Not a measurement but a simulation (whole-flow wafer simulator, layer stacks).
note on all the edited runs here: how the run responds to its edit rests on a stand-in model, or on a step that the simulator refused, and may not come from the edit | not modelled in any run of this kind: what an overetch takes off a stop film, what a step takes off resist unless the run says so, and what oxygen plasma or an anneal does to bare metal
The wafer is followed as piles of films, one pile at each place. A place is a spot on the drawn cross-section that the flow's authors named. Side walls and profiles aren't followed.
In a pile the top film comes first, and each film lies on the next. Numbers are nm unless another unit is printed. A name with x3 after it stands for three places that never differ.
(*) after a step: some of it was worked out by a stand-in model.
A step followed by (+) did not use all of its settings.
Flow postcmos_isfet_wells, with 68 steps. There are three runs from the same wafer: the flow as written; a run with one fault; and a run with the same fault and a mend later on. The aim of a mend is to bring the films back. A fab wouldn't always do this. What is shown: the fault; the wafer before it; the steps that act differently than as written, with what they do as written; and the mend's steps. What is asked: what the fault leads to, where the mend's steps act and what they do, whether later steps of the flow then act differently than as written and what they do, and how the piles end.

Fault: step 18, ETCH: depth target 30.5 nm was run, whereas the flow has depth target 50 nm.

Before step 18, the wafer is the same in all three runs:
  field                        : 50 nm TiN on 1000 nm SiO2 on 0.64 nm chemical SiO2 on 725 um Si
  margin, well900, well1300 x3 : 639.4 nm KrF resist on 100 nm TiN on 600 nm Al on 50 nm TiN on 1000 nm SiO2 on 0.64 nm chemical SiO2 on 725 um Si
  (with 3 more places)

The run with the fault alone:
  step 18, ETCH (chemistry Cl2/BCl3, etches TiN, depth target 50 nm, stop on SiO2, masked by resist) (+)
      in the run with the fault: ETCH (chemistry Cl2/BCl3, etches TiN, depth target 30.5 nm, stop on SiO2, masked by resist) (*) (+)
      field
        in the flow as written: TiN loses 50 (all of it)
        in the run with the fault: TiN loses 30.5
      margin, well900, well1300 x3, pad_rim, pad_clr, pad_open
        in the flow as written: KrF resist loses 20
        in the run with the fault: KrF resist loses 12.2
  Later steps of the flow acting differently than as written (not shown: 2 more steps that differ only slightly, by at most 2% or 0.5 nm, whichever is larger):
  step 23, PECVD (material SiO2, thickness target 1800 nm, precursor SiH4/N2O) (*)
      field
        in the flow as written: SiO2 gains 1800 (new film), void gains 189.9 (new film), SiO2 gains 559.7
        in the run with the fault: SiO2 gains 1800 (new film), void gains 175.5 (new film), SiO2 gains 555 (new film)
  At field, the piles at the end differ from the flow's by more than 2% or 0.5 nm, whichever is larger.
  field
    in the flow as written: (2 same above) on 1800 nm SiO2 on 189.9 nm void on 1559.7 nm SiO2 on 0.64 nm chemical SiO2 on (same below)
    in the run with the fault: (2 same above) on 1800 nm SiO2 on 175.5 nm void on 555 nm SiO2 on 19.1 nm TiN on 1000 nm SiO2 on 0.64 nm chemical SiO2 on (same below)

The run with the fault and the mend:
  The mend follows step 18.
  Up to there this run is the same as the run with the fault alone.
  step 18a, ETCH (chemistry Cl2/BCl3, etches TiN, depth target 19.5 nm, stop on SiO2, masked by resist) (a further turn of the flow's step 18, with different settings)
      margin, well900, well1300 x3, pad_rim, pad_clr, pad_open
        KrF resist loses 7.8
      field
        TiN loses 19.5 (all of it)
  None of the later steps of the flow acts differently than as written at any place that is followed.
  The piles end the same as the flow's at every place that both follow.
